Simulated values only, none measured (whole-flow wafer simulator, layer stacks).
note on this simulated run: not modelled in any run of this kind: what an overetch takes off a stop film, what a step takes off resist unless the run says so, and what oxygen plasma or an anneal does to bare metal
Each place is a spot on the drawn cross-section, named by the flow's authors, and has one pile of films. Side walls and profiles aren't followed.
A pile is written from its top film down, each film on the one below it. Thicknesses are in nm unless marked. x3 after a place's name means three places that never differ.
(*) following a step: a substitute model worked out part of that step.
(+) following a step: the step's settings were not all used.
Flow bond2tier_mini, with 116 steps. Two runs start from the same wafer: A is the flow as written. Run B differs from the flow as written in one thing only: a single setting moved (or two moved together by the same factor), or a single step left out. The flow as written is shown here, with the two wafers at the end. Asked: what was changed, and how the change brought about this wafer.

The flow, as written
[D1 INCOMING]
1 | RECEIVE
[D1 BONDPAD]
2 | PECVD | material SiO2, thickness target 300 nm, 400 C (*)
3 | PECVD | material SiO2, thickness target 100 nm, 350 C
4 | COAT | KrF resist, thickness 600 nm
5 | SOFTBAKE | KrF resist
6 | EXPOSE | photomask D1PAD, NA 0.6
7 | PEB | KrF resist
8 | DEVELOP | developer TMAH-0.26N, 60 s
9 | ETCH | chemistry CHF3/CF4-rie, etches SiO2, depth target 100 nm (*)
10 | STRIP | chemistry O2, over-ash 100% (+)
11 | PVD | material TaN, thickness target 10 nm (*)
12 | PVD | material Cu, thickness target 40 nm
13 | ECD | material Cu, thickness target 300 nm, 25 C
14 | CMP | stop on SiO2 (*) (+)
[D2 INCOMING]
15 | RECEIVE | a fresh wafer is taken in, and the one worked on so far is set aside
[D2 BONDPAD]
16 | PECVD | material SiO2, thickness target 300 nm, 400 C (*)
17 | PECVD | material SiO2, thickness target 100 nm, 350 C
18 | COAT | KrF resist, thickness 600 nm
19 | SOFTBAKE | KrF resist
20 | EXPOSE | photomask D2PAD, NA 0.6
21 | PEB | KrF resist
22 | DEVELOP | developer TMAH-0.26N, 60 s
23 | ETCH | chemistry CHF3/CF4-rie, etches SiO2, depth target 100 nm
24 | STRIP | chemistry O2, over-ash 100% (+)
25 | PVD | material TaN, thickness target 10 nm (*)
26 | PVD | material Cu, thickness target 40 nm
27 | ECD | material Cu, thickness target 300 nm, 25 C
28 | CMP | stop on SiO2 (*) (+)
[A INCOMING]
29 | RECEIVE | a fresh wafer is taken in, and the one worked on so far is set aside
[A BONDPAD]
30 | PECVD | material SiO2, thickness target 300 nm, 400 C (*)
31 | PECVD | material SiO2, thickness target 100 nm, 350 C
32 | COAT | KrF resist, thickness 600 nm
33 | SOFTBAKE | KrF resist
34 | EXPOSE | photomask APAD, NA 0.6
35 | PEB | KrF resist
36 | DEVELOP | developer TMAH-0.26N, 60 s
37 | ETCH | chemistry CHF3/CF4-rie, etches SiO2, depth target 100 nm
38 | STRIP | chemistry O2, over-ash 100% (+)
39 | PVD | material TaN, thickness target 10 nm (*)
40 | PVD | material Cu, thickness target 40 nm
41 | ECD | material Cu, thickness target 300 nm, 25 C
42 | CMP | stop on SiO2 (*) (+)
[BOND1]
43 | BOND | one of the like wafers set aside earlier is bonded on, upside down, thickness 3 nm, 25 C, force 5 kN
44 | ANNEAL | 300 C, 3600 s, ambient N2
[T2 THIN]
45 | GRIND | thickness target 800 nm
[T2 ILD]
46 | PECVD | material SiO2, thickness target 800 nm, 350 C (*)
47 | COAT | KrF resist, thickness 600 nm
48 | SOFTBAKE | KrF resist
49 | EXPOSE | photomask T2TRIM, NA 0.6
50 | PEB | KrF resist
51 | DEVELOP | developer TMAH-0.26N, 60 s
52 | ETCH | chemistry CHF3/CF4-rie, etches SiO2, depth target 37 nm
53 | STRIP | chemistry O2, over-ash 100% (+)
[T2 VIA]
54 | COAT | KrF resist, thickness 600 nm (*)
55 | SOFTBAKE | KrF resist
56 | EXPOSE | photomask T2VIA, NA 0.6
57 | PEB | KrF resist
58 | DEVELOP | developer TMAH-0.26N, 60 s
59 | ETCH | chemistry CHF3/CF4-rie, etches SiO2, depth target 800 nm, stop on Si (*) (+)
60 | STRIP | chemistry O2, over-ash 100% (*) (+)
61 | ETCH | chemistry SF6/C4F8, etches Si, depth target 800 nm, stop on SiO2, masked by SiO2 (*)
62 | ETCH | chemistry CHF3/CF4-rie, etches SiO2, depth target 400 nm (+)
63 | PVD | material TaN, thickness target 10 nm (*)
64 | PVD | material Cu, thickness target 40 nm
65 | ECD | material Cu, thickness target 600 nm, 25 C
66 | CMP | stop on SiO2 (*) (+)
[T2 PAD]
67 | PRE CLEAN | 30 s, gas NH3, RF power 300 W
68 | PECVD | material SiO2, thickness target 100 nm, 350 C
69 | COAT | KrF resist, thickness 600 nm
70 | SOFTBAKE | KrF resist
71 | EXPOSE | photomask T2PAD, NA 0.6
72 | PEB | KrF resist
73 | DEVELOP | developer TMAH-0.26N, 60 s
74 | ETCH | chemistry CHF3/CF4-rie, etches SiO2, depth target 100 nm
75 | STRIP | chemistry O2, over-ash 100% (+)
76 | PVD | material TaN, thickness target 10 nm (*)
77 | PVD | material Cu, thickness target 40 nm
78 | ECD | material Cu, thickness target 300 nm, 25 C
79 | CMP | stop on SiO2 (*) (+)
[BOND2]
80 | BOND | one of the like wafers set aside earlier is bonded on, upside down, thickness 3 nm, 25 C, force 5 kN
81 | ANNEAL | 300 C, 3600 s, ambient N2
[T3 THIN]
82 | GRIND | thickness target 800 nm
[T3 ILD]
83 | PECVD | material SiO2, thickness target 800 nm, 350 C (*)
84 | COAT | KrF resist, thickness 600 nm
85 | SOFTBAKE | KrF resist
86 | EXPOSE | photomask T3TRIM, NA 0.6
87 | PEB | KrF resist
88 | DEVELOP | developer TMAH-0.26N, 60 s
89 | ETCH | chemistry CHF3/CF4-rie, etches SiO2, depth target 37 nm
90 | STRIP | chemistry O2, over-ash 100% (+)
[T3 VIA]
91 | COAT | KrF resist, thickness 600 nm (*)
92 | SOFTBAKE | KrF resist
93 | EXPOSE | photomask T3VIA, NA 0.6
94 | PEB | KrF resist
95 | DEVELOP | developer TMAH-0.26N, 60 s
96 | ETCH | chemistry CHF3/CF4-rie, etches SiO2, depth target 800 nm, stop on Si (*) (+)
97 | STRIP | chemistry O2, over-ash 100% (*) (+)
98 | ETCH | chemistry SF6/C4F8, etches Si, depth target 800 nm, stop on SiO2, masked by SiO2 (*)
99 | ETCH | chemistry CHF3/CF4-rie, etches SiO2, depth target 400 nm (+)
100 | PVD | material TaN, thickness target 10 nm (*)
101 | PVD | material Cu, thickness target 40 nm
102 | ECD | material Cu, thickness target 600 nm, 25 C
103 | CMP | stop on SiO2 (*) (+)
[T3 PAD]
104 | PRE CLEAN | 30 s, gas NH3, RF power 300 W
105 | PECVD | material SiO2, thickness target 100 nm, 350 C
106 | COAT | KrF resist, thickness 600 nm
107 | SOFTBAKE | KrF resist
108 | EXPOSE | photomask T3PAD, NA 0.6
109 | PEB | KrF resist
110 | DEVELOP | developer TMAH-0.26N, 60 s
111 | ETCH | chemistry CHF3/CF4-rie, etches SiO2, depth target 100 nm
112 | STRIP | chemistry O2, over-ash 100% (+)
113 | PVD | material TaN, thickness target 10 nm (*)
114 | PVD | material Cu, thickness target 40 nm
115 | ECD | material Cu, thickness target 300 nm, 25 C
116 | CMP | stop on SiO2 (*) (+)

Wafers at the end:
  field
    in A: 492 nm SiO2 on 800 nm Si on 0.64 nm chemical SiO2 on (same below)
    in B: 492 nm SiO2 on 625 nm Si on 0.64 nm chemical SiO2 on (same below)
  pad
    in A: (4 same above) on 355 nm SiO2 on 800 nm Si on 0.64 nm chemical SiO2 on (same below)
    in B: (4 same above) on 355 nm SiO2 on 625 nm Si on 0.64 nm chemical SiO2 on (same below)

Cause: step 82, GRIND: thickness target 625 nm was run, though the flow has thickness target 800 nm.
One can read it off the wafer: field has Si 625, and step 82 as written asks for 800 nm.

The path from the change to this, step by step:
  82 | GRIND | thickness target 800 nm
      field, pad: A -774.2 um Si | B -774.38 um Si
